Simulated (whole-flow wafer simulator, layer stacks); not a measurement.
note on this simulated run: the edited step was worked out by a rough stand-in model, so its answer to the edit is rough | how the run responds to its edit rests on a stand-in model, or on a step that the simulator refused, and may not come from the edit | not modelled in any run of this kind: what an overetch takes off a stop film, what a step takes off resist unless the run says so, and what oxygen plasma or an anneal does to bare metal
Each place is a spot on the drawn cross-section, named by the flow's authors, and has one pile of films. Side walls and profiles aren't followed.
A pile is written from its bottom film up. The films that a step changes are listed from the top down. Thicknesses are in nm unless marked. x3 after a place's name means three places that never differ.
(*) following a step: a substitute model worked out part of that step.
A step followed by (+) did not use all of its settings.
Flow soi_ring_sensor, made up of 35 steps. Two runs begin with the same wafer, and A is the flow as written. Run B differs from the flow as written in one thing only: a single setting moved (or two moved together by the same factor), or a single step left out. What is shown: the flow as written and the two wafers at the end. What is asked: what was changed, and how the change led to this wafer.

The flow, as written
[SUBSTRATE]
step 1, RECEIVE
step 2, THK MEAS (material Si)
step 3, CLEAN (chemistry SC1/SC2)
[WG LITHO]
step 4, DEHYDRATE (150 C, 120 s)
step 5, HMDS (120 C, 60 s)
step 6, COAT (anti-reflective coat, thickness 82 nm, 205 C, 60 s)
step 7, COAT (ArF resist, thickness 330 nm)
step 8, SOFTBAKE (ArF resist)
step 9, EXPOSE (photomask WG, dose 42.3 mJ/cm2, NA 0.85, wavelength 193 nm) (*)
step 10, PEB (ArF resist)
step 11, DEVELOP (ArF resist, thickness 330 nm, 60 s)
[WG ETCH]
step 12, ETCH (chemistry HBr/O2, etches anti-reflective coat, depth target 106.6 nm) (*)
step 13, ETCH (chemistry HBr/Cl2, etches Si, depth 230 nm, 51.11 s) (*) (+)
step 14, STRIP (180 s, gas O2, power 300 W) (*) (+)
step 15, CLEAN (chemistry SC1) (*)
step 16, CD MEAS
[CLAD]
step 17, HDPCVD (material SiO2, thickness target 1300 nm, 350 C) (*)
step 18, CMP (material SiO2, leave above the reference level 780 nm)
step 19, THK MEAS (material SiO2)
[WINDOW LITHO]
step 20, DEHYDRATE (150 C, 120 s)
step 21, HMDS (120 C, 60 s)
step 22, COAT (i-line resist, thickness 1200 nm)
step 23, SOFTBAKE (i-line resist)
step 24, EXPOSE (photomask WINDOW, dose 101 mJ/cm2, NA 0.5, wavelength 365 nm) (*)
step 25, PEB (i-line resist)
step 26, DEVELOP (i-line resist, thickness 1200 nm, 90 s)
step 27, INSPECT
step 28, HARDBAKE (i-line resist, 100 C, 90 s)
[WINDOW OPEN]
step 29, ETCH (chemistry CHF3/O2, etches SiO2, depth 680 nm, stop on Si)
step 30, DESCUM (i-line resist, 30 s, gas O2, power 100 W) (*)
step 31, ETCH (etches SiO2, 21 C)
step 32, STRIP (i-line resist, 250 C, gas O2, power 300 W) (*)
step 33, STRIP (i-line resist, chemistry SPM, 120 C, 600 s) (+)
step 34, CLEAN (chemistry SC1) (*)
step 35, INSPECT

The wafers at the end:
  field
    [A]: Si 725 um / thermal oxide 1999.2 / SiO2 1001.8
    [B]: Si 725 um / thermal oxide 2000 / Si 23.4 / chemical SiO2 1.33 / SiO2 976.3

Cause: step 13, ETCH: depth 196 nm was run, while the flow as written has depth 230 nm; step 13, ETCH: 43.44 s was run, where the flow has 51.11 s.

How this came from the change, step by step:
  step 13, ETCH (chemistry HBr/Cl2, etches Si, depth 230 nm, 51.11 s) (*) (+)
      gap, window, field, gap_clad: A -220 Si (all of it), -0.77 thermal oxide | B -196 Si
      core, core_clad: A -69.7 ArF resist | B -59.2 ArF resist
  step 14, STRIP (180 s, gas O2, power 300 W) (*) (+)
      gap, window, field, gap_clad: A nothing | B +1.33 chemical SiO2 (new film), -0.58 Si
      core, core_clad: A -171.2 ArF resist (all of it), -82 anti-reflective coat (all of it), +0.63 chemical SiO2, -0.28 Si | B -181.7 ArF resist (all of it), -82 anti-reflective coat (all of it), +0.62 chemical SiO2, -0.27 Si
  step 18, CMP (material SiO2, leave above the reference level 780 nm)
      gap, window, field, gap_clad: A -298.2 SiO2 | B -323.7 SiO2
